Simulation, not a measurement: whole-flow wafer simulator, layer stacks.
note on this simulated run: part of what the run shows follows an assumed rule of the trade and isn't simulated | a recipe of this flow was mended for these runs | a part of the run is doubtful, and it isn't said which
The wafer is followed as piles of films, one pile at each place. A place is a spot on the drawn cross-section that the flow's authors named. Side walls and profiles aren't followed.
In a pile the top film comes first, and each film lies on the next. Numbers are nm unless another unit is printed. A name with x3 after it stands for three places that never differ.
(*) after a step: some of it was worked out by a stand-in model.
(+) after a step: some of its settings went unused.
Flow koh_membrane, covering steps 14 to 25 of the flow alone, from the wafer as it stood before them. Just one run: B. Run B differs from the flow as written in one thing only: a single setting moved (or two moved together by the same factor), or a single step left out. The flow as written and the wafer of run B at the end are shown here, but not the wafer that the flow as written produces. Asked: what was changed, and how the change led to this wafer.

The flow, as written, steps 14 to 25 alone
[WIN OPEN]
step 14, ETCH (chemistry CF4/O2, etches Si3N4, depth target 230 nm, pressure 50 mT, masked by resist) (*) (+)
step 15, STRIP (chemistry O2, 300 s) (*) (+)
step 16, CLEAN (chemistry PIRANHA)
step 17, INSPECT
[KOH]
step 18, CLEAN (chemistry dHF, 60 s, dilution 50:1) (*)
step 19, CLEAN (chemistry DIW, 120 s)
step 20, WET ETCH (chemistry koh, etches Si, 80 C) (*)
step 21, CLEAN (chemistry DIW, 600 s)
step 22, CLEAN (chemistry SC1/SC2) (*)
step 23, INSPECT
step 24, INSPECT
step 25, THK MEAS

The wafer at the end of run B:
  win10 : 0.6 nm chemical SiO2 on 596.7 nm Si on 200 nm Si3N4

The reason: step 14, ETCH: depth target 264.5 nm was run, though the flow has depth target 230 nm.

Step by step, how the change led to this:
  step 14, ETCH (chemistry CF4/O2, etches Si3N4, depth target 230 nm, pressure 50 mT, masked by resist) (*) (+)
      win20 x4, win10: -200 Si3N4 (all of it), -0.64 chemical SiO2 (all of it), -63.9 Si (it would be, as written: -200 Si3N4 (all of it), -0.64 chemical SiO2 (all of it), -29.4 Si)
      field: -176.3 i-line-resist (it would be, as written: -153.3 i-line-resist)
  step 15, STRIP (chemistry O2, 300 s) (*) (+)
      field: -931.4 i-line-resist (all of it) (it would be, as written: -954.4 i-line-resist (all of it))
